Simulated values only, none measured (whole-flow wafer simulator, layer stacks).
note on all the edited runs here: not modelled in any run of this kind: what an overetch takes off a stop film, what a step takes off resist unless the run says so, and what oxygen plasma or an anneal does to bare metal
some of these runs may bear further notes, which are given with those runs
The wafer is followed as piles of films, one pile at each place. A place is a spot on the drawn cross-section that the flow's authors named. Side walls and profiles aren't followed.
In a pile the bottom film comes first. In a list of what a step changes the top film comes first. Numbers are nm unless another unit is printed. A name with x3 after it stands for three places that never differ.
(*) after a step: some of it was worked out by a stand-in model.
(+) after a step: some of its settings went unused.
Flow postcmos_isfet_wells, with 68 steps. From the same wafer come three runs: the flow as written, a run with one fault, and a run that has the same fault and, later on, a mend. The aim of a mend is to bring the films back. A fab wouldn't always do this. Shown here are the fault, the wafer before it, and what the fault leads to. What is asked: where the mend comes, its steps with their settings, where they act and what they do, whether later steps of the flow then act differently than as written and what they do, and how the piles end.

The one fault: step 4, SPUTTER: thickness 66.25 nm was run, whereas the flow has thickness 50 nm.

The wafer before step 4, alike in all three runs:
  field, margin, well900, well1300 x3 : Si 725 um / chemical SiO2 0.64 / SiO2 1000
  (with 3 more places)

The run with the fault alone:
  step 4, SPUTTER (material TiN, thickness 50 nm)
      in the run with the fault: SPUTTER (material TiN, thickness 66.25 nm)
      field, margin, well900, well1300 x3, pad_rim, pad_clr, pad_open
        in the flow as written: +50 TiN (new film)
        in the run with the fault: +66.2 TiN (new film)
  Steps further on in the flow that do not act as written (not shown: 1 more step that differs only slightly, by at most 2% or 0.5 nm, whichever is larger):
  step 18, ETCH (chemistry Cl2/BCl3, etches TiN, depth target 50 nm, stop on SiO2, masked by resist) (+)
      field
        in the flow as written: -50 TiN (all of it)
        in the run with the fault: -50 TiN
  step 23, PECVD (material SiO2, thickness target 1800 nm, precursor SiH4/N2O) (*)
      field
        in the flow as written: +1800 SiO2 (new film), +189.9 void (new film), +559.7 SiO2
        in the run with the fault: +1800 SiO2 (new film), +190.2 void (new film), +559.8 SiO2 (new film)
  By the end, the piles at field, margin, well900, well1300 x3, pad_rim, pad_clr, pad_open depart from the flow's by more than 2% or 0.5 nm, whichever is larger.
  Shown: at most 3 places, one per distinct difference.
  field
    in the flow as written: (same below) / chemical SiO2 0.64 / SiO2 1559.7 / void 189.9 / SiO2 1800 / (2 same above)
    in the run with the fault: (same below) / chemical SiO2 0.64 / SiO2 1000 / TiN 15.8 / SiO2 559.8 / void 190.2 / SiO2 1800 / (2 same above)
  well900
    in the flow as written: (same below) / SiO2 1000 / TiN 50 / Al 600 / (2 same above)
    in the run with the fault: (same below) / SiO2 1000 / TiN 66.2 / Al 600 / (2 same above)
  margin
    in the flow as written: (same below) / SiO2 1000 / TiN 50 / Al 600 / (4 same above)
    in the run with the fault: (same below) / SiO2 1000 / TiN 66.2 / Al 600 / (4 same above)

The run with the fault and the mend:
  The mend follows step 4.
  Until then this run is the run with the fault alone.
  step 4a, ETCH (chemistry peroxide tin strip, depth target 16.25 nm)
      field, margin, well900, well1300 x3, pad_rim, pad_clr, pad_open
        -16.2 TiN
  Later steps of the flow that are run all act as written at every place that is followed.
  By the end, the piles equal the flow's at every place that both follow.
